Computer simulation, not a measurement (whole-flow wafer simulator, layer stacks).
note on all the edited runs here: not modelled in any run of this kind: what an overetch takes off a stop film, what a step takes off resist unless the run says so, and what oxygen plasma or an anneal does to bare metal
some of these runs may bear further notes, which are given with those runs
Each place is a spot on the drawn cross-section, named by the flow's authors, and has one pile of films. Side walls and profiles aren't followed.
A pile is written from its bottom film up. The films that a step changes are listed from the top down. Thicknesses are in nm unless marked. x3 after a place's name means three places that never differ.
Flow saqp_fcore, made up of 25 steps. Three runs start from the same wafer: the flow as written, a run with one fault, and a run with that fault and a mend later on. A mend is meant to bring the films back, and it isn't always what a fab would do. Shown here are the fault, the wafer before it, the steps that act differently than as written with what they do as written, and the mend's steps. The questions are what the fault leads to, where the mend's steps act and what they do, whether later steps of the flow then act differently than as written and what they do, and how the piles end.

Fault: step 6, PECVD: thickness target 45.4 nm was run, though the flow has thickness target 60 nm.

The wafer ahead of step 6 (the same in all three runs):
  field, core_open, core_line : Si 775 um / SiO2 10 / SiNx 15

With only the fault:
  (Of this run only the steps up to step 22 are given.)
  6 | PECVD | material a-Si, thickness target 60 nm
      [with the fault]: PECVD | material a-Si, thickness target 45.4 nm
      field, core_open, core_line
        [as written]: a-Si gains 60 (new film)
        [with the fault]: a-Si gains 45.4 (new film)
  None of the later steps of the flow up to step 22 acts differently than as written at any place that is followed.
  Once step 22 is done, the piles at field, core_open, core_line depart from the flow's by more than 2% or 0.5 nm, whichever is larger.
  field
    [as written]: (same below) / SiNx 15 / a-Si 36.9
    [with the fault]: (same below) / SiNx 15 / a-Si 22.3
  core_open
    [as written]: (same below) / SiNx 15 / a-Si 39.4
    [with the fault]: (same below) / SiNx 15 / a-Si 24.8
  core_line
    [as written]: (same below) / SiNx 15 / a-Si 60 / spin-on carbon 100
    [with the fault]: (same below) / SiNx 15 / a-Si 45.4 / spin-on carbon 100

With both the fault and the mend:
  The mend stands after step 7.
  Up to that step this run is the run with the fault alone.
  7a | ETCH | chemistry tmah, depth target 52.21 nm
      field, core_open, core_line
        a-Si loses 45.4 (all of it)
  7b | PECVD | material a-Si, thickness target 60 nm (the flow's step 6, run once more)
      field, core_open, core_line
        a-Si gains 60 (new film)
  None of the later steps of the flow acts differently than as written at any place that is followed.
  By the end, the piles equal the flow's at every place that both follow.
